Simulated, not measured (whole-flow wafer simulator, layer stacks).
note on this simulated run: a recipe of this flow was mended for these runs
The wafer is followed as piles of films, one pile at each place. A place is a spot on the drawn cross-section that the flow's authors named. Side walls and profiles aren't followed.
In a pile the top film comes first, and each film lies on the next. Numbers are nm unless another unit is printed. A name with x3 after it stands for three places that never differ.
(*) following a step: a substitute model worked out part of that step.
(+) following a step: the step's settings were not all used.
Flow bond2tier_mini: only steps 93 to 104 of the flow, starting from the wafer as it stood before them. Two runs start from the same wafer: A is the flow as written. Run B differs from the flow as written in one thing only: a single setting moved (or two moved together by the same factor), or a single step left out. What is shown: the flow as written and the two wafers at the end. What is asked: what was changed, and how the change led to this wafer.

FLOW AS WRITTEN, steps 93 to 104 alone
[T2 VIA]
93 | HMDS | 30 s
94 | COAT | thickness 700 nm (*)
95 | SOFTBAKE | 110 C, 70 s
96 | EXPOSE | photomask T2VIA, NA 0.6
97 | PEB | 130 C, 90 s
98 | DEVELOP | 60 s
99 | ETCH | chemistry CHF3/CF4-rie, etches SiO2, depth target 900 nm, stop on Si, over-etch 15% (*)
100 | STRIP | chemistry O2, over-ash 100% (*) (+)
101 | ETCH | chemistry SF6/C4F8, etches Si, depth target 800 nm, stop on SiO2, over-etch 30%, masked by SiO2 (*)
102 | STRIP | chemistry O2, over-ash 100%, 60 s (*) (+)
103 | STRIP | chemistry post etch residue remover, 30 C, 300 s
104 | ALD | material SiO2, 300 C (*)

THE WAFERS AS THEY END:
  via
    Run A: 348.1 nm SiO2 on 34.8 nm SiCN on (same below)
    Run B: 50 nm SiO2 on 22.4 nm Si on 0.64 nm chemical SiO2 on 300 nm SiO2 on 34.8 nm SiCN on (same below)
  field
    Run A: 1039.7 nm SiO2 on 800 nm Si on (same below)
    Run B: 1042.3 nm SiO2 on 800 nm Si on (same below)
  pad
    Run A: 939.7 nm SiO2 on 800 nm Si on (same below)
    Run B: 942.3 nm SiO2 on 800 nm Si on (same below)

The reason: step 101, ETCH: depth target 589.5 nm was run, while the flow as written has depth target 800 nm.

How this came from the change, step by step:
  101 | ETCH | chemistry SF6/C4F8, etches Si, depth target 800 nm, stop on SiO2, over-etch 30%, masked by SiO2 (*)
      via: A Si loses 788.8 (all of it), chemical SiO2 loses 0.64 (all of it), SiO2 loses 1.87 | B Si loses 766.4
      field, pad: A SiO2 loses 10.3 | B SiO2 loses 7.66
  104 | ALD | material SiO2, 300 C (*)
      via: A SiO2 gains 50 | B SiO2 gains 50 (new film)
